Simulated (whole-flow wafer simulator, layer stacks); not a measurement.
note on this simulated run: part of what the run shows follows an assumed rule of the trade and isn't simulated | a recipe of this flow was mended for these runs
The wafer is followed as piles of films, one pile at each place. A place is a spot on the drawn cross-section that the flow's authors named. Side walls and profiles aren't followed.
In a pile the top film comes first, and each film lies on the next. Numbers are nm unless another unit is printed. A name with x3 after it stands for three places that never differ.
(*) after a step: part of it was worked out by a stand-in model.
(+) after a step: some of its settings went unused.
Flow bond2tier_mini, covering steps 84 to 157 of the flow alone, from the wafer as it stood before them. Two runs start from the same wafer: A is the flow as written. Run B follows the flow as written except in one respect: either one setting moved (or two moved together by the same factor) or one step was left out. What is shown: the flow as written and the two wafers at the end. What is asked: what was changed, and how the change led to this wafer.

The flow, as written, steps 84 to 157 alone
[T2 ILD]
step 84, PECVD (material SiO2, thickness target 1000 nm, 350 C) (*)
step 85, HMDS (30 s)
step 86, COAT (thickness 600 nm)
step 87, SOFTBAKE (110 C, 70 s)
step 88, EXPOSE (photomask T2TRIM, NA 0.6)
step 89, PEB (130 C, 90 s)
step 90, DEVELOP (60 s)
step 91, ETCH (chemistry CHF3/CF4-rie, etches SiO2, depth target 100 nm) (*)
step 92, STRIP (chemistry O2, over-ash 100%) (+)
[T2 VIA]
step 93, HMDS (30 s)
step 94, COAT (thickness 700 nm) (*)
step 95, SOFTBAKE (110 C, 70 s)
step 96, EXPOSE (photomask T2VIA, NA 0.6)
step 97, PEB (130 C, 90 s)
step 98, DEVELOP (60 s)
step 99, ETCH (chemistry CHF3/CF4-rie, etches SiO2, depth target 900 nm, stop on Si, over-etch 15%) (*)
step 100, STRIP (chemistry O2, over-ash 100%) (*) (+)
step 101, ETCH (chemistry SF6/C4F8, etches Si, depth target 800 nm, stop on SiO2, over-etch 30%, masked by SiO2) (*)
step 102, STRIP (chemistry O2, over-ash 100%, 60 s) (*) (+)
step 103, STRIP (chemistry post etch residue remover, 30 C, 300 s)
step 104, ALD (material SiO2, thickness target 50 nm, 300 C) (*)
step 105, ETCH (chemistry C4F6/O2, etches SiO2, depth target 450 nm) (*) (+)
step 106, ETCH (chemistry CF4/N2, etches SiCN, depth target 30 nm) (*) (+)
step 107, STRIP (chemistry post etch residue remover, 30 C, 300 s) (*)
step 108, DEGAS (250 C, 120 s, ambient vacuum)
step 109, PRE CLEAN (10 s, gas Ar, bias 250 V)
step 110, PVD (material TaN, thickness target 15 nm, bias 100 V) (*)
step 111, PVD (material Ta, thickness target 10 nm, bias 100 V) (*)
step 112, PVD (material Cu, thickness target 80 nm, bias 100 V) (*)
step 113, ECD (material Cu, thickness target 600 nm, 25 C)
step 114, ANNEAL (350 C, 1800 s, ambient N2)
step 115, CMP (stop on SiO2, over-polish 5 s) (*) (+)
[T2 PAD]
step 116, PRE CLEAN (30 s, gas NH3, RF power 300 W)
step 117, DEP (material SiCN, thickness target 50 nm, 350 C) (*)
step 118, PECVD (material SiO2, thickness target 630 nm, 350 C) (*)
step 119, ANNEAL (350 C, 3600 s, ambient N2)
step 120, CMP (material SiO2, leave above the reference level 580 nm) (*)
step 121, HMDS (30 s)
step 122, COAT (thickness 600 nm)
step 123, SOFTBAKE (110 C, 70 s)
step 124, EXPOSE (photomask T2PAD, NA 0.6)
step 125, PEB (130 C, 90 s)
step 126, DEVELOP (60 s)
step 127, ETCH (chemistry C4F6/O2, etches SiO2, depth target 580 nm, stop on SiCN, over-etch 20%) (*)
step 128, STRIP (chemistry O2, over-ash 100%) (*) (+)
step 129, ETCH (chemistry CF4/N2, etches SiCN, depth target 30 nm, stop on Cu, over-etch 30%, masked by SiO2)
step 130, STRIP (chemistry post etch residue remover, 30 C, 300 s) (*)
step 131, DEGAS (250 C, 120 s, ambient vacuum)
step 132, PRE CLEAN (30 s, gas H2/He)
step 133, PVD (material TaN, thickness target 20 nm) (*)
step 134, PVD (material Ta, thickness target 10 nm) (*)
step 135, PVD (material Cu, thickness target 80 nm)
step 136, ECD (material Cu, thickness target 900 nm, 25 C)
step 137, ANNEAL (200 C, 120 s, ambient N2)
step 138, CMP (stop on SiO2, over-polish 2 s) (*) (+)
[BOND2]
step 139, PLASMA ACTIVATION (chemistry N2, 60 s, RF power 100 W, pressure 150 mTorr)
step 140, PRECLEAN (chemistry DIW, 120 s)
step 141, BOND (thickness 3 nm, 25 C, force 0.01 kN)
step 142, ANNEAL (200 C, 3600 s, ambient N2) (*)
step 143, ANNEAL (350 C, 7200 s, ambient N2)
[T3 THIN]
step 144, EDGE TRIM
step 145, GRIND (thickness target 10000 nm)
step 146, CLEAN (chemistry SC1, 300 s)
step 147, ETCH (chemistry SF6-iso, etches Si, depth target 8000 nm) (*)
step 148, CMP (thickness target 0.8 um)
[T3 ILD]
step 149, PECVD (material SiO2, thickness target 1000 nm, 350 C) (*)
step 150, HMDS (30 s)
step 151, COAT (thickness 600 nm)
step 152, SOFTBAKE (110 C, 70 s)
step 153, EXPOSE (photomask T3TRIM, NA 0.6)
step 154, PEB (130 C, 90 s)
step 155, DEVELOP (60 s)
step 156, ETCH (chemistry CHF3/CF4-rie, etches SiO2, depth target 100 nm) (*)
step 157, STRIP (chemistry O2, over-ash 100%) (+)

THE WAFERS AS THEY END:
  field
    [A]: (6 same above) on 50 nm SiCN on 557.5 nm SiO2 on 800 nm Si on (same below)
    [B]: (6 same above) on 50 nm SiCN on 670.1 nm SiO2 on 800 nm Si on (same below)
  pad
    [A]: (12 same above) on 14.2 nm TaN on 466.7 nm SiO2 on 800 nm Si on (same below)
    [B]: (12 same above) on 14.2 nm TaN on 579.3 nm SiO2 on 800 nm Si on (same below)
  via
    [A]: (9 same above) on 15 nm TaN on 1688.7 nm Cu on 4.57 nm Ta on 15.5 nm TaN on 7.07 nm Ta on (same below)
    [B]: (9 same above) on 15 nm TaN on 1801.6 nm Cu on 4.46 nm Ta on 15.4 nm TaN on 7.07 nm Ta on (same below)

What caused this: step 84, PECVD: thickness target 1113 nm was run, though the flow has thickness target 1000 nm.

Step by step, how the change led to this:
  step 84, PECVD (material SiO2, thickness target 1000 nm, 350 C) (*)
      field, pad, via: A +1000 SiO2 (new film) | B +1112.7 SiO2 (new film)
  step 99, ETCH (chemistry CHF3/CF4-rie, etches SiO2, depth target 900 nm, stop on Si, over-etch 15%) (*)
      via: A -900 SiO2 (all of it), -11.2 Si | B -1012.7 SiO2 (all of it), -1.86 Si
  step 112, PVD (material Cu, thickness target 80 nm, bias 100 V) (*)
      via: A +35 Cu (new film) | B +34 Cu (new film)
  step 113, ECD (material Cu, thickness target 600 nm, 25 C)
      via: A +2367 Cu | B +2480.8 Cu
